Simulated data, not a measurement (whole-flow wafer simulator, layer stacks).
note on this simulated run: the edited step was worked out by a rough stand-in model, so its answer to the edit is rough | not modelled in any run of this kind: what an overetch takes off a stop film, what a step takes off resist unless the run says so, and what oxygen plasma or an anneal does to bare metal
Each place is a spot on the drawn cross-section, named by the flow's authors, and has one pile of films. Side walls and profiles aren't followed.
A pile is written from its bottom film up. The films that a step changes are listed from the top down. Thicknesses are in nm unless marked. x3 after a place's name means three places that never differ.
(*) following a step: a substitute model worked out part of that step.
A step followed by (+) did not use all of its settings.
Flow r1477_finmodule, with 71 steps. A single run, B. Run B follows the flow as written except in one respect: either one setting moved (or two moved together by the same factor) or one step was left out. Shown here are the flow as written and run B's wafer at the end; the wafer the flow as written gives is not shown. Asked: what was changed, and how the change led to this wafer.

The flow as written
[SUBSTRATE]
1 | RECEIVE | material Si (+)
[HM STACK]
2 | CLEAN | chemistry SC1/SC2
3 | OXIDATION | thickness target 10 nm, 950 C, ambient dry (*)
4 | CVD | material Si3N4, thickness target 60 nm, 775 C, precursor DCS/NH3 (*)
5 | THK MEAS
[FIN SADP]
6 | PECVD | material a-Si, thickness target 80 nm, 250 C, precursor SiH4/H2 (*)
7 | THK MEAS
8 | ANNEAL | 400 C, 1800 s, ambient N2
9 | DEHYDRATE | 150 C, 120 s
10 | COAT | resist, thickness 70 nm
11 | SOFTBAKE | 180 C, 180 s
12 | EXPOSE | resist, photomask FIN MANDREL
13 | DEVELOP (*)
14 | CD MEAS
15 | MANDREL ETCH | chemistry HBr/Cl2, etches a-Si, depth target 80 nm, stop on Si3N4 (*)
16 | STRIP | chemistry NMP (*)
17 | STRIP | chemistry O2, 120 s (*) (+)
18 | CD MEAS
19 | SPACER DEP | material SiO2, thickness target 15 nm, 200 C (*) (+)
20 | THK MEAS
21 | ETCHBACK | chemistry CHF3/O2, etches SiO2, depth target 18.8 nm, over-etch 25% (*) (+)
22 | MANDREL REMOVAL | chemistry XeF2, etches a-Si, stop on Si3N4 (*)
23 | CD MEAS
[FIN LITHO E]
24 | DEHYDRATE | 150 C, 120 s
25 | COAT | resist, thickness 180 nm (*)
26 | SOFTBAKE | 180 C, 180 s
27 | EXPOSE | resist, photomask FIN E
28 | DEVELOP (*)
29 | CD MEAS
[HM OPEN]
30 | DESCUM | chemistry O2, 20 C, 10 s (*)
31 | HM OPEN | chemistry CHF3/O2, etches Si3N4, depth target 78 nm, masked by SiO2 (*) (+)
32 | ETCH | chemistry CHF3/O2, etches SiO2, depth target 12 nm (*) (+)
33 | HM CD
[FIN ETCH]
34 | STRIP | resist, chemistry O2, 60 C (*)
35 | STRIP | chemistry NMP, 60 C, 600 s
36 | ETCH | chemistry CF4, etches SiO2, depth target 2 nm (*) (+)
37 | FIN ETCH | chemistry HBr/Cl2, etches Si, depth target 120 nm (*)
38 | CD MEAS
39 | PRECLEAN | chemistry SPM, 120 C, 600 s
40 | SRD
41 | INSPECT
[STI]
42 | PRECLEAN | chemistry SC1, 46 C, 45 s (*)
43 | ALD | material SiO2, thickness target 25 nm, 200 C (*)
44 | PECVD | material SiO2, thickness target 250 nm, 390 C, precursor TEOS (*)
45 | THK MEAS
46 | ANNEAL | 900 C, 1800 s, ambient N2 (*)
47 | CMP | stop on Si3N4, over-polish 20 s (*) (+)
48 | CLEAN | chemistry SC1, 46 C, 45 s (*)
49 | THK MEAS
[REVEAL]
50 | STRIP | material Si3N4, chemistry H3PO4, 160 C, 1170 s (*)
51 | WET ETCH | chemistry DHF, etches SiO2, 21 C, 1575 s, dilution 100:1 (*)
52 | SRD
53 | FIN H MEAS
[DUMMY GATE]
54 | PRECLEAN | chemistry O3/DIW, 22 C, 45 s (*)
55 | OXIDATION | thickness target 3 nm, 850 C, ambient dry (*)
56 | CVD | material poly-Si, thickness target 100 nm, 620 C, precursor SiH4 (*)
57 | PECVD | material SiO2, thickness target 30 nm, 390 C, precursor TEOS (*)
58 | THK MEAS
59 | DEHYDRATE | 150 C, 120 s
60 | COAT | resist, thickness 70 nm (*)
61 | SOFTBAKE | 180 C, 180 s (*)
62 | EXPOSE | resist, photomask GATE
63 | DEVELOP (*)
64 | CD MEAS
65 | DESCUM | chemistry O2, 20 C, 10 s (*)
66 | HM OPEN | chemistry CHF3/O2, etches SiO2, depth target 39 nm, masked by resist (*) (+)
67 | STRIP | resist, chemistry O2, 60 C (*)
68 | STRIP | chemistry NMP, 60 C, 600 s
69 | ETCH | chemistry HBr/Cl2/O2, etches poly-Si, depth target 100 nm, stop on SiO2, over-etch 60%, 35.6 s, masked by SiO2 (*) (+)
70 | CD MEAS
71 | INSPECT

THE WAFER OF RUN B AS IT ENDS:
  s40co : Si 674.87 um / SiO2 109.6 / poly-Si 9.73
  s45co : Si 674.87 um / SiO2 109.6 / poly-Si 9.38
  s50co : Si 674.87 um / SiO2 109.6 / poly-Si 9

What caused this: step 56, CVD: thickness target 157.5 nm was run, though the flow has thickness target 100 nm.

How this came from the change, step by step:
  56 | CVD | material poly-Si, thickness target 100 nm, 620 C, precursor SiH4 (*)
      pad, padg, elg and 26 more: poly-Si gains 157.5 (new film) (in the flow as written it would be: poly-Si gains 100 (new film))
      s40cg, s40co: poly-Si gains 172.2 (new film) (in the flow as written it would be: poly-Si gains 113.9 (new film))
      (also at 5 further places)
  67 | STRIP | resist, chemistry O2, 60 C (*)
      s40cg: resist loses 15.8 (all of it) (in the flow as written it would be: resist loses 16.5 (all of it))
      s45cg: resist loses 16.1 (all of it) (in the flow as written it would be: resist loses 16.9 (all of it))
      (also at 1 further place)
  69 | ETCH | chemistry HBr/Cl2/O2, etches poly-Si, depth target 100 nm, stop on SiO2, over-etch 60%, 35.6 s, masked by SiO2 (*) (+)
      pad, eso, e40so, e100so, e200so, s40so, s45so, s50so: chemical SiO2 loses 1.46 (all of it), poly-Si loses 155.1 (all of it) (in the flow as written it would be: chemical SiO2 loses 1.46 (all of it), poly-Si loses 97.6 (all of it), SiO2 loses 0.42)
      elo, e40lo, e100lo, e200lo: chemical SiO2 loses 1.46 (all of it), poly-Si loses 155.1 (all of it) (in the flow as written it would be: chemical SiO2 loses 1.46 (all of it), poly-Si loses 97.6 (all of it), Si3N4 loses 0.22)
      (also at 6 further places)
